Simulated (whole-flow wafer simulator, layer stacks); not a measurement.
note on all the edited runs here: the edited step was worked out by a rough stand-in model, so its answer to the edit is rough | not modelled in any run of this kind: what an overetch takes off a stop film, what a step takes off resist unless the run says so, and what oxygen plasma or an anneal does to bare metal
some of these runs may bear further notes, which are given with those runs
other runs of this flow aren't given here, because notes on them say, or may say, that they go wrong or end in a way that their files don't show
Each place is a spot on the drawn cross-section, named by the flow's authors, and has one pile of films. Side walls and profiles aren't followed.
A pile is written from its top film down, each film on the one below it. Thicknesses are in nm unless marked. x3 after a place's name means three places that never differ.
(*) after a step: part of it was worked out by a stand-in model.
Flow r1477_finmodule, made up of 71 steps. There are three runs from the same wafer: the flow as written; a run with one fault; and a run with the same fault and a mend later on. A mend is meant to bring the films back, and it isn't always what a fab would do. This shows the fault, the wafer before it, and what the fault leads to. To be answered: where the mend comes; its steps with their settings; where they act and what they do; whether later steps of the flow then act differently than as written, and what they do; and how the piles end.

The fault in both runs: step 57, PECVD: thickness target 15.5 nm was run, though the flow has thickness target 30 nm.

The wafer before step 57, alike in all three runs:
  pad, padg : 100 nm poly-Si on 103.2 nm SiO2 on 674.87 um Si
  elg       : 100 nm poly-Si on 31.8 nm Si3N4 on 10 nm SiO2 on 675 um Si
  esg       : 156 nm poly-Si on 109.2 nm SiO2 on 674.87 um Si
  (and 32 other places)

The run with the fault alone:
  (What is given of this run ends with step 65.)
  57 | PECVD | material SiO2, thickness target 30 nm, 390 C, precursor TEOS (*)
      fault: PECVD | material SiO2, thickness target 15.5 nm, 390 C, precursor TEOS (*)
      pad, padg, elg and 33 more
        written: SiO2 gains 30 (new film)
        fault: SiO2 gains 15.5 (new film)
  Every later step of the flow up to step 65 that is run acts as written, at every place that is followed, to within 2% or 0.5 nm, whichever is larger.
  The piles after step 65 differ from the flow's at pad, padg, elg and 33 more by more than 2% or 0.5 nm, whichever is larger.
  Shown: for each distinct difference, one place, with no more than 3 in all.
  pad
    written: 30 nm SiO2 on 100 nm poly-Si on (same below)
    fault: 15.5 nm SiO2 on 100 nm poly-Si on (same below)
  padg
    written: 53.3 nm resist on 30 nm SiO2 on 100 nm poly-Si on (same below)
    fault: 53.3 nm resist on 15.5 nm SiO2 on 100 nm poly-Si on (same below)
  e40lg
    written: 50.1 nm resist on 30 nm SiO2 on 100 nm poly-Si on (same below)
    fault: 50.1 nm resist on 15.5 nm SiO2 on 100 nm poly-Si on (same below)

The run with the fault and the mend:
  The mend stands after step 64.
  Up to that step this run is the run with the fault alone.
  64a | STRIP | resist, chemistry O2, 60 C
      padg, elg, esg
        resist loses 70 (all of it)
      e40lg, e100lg, e200lg
        resist loses 66.9 (all of it)
      s40sg, s45sg
        resist loses 91 (all of it)
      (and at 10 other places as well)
  64b | PECVD | material SiO2, thickness target 14.5 nm, 390 C, precursor TEOS (*) (a further turn of the flow's step 57, with different settings)
      pad, padg, elg and 33 more
        SiO2 gains 14.5
  64c | DEHYDRATE | 150 C, 120 s (a further turn of the flow's step 59)
      alters no film at any place that is followed
  64d | COAT | resist, thickness 70 nm (*) (a further turn of the flow's step 60)
      e40lg, e100lg, e200lg, elo, e40lo, e100lo, e200lo
        resist gains 66.9 (new film)
      pad, padg, elg, esg
        resist gains 70 (new film)
      s40sg, s45sg, s40so, s45so
        resist gains 91 (new film)
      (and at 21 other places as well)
  64e | SOFTBAKE | 180 C, 180 s (*) (a further turn of the flow's step 61)
      alters no film at any place that is followed
  64f | EXPOSE | resist, photomask GATE (a further turn of the flow's step 62)
      alters no film at any place that is followed
  64g | DEVELOP (*) (a further turn of the flow's step 63)
      elo, e40lo, e100lo, e200lo
        resist loses 66.9 (all of it)
      eso, e40so
        resist loses 129.5 (all of it)
      s40so, s45so
        resist loses 91 (all of it)
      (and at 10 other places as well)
  Every later step of the flow that is run acts as written at every place that is followed.
  The piles end the same as the flow's at every place that both follow.
